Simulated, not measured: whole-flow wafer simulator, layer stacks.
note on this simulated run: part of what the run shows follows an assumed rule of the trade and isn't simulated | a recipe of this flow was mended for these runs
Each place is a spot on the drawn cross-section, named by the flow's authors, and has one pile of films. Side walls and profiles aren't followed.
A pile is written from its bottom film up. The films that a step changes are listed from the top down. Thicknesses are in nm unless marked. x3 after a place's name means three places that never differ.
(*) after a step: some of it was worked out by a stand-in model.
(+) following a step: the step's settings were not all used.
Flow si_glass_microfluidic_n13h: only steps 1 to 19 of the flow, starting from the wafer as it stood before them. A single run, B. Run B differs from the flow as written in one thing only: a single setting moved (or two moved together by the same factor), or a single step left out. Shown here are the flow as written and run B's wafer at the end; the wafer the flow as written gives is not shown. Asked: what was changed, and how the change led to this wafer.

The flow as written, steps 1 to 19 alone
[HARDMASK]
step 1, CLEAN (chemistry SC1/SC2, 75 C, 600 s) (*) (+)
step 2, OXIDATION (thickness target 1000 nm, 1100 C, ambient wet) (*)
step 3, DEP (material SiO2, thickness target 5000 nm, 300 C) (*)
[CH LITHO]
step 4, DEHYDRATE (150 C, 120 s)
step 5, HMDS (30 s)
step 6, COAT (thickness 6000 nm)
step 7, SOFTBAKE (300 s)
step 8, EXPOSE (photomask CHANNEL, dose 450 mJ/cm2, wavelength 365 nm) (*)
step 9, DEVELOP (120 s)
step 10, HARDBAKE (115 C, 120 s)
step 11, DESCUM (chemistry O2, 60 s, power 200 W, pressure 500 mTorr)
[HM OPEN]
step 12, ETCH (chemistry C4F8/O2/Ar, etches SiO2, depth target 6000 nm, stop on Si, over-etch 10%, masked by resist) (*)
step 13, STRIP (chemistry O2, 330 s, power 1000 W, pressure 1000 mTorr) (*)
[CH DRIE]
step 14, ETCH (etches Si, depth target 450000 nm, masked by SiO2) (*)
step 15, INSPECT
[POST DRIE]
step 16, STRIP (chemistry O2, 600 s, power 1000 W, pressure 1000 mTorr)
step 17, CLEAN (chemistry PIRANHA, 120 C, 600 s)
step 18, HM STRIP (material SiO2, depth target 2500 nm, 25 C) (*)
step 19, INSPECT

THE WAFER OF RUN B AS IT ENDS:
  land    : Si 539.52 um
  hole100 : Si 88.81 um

The reason: step 2, OXIDATION: thickness target 1082 nm was run, while the flow as written has thickness target 1000 nm.

The path from the change to this, step by step:
  step 2, OXIDATION (thickness target 1000 nm, 1100 C, ambient wet) (*)
      land, hole100: +1082 SiO2 (new film), -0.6 chemical SiO2 (all of it), -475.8 Si (it would be, as written: +1000 SiO2 (new film), -0.6 chemical SiO2 (all of it), -439.7 Si)
  step 12, ETCH (chemistry C4F8/O2/Ar, etches SiO2, depth target 6000 nm, stop on Si, over-etch 10%, masked by resist) (*)
      hole100: -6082 SiO2 (all of it), -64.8 Si (it would be, as written: -6000 SiO2 (all of it), -75 Si)
  step 18, HM STRIP (material SiO2, depth target 2500 nm, 25 C) (*)
      land: -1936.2 SiO2 (all of it) (it would be, as written: -1854.4 SiO2 (all of it))
